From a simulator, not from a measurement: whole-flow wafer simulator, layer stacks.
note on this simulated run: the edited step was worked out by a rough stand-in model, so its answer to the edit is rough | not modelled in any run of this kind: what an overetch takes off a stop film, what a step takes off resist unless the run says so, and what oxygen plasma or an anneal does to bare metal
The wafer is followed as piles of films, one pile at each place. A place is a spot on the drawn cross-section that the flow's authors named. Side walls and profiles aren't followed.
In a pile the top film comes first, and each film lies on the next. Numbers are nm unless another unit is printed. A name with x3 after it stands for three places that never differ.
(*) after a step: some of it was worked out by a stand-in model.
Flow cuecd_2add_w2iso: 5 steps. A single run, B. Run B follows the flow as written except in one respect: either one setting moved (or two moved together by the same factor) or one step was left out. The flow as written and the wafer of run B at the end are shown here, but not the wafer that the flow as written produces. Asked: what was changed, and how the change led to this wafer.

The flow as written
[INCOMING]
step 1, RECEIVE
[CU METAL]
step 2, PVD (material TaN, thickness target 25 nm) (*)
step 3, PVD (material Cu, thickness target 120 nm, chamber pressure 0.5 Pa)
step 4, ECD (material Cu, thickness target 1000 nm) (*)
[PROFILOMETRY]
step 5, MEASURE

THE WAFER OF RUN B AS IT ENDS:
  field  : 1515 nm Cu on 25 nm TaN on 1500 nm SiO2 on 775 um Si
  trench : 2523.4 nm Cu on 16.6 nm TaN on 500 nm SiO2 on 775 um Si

Cause: step 4, ECD: thickness target 1395 nm was run, though the flow has thickness target 1000 nm.

How this came from the change, step by step:
  step 4, ECD (material Cu, thickness target 1000 nm) (*)
      field: Cu gains 1395 (in the flow as written it would be: Cu gains 1000)
      trench: Cu gains 2442.6 (in the flow as written it would be: Cu gains 2047.6)
